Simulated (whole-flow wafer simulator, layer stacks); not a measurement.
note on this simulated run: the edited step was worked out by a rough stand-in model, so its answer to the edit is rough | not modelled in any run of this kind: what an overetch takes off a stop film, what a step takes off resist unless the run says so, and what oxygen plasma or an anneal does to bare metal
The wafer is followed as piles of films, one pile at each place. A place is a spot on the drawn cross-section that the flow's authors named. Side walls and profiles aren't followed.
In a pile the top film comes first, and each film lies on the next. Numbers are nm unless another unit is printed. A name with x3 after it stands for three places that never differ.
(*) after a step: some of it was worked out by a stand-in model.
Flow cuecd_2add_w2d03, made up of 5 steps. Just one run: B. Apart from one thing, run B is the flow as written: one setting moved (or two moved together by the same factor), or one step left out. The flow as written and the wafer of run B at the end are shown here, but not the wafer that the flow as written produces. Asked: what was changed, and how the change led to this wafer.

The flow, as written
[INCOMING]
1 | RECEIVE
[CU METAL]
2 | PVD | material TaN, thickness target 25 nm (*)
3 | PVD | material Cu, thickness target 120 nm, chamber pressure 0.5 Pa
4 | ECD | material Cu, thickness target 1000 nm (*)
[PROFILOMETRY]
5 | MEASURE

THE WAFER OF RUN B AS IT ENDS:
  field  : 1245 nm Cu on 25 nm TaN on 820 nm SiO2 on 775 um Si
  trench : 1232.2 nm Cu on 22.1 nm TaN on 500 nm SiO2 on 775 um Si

The reason: step 4, ECD: thickness target 1125 nm was run, while the flow as written has thickness target 1000 nm.

Step by step, how the change led to this:
  4 | ECD | material Cu, thickness target 1000 nm (*)
      field, trench: Cu gains 1125 (as written it would have been: Cu gains 1000)
